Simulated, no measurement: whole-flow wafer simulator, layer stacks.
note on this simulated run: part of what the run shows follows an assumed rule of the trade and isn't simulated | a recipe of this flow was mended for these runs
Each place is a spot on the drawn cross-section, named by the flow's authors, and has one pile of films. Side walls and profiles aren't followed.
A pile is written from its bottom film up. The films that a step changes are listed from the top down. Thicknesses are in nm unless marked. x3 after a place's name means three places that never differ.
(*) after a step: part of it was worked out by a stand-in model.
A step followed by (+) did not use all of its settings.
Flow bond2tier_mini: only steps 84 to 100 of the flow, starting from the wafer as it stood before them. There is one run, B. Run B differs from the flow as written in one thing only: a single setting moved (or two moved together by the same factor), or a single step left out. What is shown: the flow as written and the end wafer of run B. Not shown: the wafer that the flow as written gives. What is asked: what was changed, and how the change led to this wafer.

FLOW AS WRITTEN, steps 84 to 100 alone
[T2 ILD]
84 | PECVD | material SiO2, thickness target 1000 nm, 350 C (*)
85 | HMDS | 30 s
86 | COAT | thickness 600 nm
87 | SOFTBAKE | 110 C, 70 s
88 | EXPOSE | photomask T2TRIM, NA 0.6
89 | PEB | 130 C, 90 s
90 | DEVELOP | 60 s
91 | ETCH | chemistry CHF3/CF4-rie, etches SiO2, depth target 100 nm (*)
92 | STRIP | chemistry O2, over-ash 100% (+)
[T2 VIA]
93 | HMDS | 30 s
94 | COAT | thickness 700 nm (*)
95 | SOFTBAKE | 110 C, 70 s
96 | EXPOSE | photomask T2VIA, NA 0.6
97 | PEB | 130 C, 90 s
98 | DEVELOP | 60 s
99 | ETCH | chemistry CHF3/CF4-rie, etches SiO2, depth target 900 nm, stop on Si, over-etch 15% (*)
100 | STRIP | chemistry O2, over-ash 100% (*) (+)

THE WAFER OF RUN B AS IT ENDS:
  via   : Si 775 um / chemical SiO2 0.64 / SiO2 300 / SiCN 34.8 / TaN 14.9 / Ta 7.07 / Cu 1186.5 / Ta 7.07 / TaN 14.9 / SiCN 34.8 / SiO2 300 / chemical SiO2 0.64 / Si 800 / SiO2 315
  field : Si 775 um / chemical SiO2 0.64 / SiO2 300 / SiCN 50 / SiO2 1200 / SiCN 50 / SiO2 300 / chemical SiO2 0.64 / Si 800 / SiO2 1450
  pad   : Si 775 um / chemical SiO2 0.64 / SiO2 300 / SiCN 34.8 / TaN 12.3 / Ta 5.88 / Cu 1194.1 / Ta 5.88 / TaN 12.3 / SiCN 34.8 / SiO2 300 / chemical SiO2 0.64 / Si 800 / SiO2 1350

Cause: step 84, PECVD: thickness target 1450 nm was run, while the flow as written has thickness target 1000 nm.
The wafer lets one read it off: field has SiO2 1450, and step 84 as written asks for 1000 nm.

Step by step, how the change led to this:
  84 | PECVD | material SiO2, thickness target 1000 nm, 350 C (*)
      field, pad, via: +1450 SiO2 (new film) (in the flow as written it would be: +1000 SiO2 (new film))
  99 | ETCH | chemistry CHF3/CF4-rie, etches SiO2, depth target 900 nm, stop on Si, over-etch 15% (*)
      via: -1035 SiO2 (in the flow as written it would be: -900 SiO2 (all of it), -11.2 Si)
